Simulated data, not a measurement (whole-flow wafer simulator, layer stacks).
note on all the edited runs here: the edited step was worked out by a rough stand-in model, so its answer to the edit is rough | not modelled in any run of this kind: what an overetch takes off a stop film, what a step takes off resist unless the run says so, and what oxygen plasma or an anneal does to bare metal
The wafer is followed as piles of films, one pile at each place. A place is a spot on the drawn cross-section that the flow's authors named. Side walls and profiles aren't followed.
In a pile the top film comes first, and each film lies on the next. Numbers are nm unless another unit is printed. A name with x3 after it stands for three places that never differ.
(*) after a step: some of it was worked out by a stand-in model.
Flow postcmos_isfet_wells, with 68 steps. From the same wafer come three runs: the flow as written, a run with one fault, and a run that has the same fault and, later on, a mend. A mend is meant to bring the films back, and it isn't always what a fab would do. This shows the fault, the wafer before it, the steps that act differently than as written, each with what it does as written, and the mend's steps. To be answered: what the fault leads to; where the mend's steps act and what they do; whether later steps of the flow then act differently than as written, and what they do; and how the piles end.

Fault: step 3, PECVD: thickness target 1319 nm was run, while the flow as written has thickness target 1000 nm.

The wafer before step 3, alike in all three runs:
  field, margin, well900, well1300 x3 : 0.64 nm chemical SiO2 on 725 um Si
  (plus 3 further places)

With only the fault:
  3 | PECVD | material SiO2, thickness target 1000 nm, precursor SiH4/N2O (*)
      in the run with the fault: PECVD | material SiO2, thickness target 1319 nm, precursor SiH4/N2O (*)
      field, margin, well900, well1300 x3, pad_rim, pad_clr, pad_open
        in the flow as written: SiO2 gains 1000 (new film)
        in the run with the fault: SiO2 gains 1319 (new film)
  None of the later steps of the flow acts differently than as written at any place that is followed.
  By the end, the piles at field, margin, well900, well1300 x3, pad_rim, pad_clr, pad_open depart from the flow's by more than 2% or 0.5 nm, whichever is larger.
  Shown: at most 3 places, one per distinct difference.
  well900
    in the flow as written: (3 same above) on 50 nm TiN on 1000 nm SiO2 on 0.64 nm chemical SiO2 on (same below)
    in the run with the fault: (3 same above) on 50 nm TiN on 1319 nm SiO2 on 0.64 nm chemical SiO2 on (same below)
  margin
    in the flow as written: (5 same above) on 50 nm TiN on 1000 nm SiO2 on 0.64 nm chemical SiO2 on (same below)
    in the run with the fault: (5 same above) on 50 nm TiN on 1319 nm SiO2 on 0.64 nm chemical SiO2 on (same below)
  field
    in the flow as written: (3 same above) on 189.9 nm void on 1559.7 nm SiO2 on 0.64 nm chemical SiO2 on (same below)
    in the run with the fault: (3 same above) on 189.9 nm void on 1878.7 nm SiO2 on 0.64 nm chemical SiO2 on (same below)

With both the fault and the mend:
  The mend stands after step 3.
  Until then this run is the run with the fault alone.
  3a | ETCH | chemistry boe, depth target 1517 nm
      field, margin, well900, well1300 x3, pad_rim, pad_clr, pad_open
        SiO2 loses 1319 (all of it), chemical SiO2 loses 0.64 (all of it)
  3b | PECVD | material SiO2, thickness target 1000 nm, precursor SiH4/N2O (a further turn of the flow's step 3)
      field, margin, well900, well1300 x3, pad_rim, pad_clr, pad_open
        SiO2 gains 1000 (new film)
  None of the later steps of the flow acts differently than as written at any place that is followed.
  By the end, the piles at field, margin, well900, well1300 x3, pad_rim, pad_clr, pad_open depart from the flow's by more than 2% or 0.5 nm, whichever is larger.
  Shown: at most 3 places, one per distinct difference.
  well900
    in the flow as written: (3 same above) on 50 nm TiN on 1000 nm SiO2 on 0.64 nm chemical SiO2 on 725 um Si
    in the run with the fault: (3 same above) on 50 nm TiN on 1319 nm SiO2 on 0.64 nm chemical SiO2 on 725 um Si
    in the run with the mend: (3 same above) on 50 nm TiN on 1000 nm SiO2 on 725 um Si
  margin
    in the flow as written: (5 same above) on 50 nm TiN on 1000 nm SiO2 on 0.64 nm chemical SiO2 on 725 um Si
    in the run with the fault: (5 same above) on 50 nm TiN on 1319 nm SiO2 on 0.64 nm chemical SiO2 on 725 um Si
    in the run with the mend: (5 same above) on 50 nm TiN on 1000 nm SiO2 on 725 um Si
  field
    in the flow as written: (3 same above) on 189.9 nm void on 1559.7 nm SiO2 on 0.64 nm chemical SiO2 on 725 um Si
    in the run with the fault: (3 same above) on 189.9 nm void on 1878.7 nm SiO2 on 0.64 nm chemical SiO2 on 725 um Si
    in the run with the mend: (3 same above) on 189.9 nm void on 1559.7 nm SiO2 on 725 um Si
